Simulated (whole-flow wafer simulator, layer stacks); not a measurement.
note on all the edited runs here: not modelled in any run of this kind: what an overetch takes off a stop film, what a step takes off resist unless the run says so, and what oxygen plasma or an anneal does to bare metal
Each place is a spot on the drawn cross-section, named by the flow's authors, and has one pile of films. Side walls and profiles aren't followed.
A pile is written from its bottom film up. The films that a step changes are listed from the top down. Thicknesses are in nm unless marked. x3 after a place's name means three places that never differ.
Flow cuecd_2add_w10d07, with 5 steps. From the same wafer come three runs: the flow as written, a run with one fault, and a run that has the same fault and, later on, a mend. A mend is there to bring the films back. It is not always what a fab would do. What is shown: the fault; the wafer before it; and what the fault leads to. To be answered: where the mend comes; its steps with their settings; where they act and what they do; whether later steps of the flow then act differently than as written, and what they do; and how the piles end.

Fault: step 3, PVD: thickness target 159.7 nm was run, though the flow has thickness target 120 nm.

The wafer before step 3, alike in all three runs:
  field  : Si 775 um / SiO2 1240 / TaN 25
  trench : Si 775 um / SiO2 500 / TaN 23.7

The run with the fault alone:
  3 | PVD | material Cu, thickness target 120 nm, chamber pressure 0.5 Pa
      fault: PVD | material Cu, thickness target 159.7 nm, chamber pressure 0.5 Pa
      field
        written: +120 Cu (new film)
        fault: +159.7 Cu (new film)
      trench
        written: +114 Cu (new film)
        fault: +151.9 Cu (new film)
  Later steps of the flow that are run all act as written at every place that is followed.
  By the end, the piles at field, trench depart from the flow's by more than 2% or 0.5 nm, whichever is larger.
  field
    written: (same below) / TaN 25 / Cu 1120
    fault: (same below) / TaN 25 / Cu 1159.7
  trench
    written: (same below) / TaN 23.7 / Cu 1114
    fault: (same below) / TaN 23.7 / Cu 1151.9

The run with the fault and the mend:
  The mend stands after step 3.
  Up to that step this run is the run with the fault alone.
  3a | ETCH | chemistry cu recess dil, depth target 39.21 nm
      field, trench
        -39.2 Cu
  Later steps of the flow that are run all act as written at every place that is followed.
  The piles end only slightly different from the flow's at the places that both follow, by no more than 2% or 0.5 nm, whichever is larger.
